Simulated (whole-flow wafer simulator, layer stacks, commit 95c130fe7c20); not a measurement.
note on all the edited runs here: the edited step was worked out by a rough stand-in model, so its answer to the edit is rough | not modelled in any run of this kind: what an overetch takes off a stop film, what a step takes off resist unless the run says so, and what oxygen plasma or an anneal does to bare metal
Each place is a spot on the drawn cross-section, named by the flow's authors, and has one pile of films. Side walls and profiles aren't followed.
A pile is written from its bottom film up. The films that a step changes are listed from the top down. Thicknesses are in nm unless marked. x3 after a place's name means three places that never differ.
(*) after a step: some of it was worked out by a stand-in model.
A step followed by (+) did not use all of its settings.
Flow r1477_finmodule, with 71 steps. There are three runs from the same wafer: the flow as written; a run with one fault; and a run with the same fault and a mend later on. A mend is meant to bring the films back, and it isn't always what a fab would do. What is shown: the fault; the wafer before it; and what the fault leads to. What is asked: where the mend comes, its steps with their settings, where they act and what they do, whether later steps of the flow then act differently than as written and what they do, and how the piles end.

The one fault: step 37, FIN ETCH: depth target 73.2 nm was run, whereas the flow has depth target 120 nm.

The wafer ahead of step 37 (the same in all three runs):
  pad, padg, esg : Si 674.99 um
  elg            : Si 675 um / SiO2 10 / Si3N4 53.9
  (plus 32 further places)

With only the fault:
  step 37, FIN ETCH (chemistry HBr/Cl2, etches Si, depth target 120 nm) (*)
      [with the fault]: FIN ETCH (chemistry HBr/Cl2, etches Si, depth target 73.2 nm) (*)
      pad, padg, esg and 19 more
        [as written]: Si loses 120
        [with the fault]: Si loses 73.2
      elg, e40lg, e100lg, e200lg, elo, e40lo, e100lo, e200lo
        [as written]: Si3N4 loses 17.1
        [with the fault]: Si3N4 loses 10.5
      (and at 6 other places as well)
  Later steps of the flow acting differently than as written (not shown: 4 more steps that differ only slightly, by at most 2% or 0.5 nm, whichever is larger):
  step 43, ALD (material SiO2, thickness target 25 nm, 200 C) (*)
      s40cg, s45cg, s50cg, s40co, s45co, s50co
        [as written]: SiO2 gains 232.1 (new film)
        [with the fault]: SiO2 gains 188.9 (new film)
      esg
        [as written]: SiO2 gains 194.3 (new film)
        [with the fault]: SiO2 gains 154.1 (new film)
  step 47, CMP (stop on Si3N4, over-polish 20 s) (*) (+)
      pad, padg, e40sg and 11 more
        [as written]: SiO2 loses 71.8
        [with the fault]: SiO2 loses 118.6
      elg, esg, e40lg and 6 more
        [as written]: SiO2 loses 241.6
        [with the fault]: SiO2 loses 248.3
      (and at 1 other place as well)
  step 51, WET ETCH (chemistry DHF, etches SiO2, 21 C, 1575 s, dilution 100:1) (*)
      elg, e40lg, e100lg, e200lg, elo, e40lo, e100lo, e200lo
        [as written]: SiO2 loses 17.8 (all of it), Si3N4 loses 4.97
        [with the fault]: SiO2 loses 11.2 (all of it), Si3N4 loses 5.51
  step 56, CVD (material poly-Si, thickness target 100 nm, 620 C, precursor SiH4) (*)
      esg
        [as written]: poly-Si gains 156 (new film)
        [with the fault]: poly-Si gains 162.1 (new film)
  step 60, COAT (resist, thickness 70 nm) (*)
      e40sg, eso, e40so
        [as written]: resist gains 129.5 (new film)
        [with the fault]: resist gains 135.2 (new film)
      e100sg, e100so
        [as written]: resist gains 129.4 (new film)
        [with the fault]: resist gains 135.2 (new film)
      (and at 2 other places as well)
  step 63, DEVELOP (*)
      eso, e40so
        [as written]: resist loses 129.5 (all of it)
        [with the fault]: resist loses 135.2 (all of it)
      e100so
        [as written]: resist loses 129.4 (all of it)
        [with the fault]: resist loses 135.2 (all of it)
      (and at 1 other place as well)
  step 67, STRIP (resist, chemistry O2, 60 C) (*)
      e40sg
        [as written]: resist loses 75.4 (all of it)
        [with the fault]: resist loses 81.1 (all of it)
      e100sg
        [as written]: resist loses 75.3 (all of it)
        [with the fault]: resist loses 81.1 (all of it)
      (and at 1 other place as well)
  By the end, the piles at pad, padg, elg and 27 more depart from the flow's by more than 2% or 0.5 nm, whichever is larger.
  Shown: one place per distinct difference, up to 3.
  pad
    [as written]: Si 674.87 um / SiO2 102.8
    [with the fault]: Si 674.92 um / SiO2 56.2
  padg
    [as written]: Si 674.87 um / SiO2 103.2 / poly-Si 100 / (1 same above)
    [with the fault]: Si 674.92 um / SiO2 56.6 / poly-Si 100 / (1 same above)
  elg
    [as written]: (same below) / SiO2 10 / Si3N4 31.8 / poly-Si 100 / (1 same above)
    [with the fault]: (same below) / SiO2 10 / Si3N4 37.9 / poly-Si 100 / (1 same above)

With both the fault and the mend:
  The mend follows step 38.
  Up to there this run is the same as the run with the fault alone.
  step 38a, FIN ETCH (chemistry HBr/Cl2, etches Si, depth target 46.8 nm) (*) (a further turn of the flow's step 37, with different settings)
      pad, padg, esg and 19 more
        Si loses 46.8
      elg, e40lg, e100lg, e200lg, elo, e40lo, e100lo, e200lo
        Si3N4 loses 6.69
      s40sg_line, s45sg_line, s50sg_line, s40so_line, s45so_line, s50so_line
        SiO2 loses 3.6
  None of the later steps of the flow acts differently than as written at any place that is followed.
  At every place that both follow, the piles at the end match the flow's.
